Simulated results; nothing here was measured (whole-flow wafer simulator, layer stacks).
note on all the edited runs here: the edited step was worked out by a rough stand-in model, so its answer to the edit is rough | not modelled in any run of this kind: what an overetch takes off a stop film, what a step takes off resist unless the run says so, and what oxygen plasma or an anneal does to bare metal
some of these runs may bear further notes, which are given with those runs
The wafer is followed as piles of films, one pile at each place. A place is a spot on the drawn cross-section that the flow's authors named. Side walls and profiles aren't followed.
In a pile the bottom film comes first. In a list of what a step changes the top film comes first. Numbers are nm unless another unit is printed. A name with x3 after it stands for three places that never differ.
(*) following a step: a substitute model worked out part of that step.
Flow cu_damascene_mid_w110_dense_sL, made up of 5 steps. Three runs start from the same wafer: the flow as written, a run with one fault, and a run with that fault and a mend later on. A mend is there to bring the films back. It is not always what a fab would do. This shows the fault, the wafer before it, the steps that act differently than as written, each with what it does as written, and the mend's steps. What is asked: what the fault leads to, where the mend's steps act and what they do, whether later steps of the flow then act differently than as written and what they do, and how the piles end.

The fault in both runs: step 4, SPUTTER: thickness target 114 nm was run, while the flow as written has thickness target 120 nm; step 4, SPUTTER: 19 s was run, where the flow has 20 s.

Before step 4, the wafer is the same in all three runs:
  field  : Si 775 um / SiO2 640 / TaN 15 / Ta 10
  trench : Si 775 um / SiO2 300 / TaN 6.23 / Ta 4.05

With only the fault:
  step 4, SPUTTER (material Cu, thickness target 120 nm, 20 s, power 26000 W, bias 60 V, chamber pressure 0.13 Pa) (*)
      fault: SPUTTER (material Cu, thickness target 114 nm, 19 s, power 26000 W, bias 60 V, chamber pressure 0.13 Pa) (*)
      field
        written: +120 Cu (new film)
        fault: +114 Cu (new film)
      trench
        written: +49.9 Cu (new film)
        fault: +47.4 Cu (new film)
  Later steps of the flow that are run all act as written at every place that is followed, up to a difference of at most 2% or 0.5 nm, whichever is larger.
  The piles end different from the flow's at field by more than 2% or 0.5 nm, whichever is larger.
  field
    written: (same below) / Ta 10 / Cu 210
    fault: (same below) / Ta 10 / Cu 204

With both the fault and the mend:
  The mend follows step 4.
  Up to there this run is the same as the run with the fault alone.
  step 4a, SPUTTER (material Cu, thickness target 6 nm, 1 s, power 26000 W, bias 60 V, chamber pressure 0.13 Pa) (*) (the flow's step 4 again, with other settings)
      field
        +6 Cu
      trench
        +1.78 Cu
  Later steps of the flow that are run all act as written at every place that is followed, up to a difference of at most 2% or 0.5 nm, whichever is larger.
  At every place that both follow, the piles at the end match the flow's.
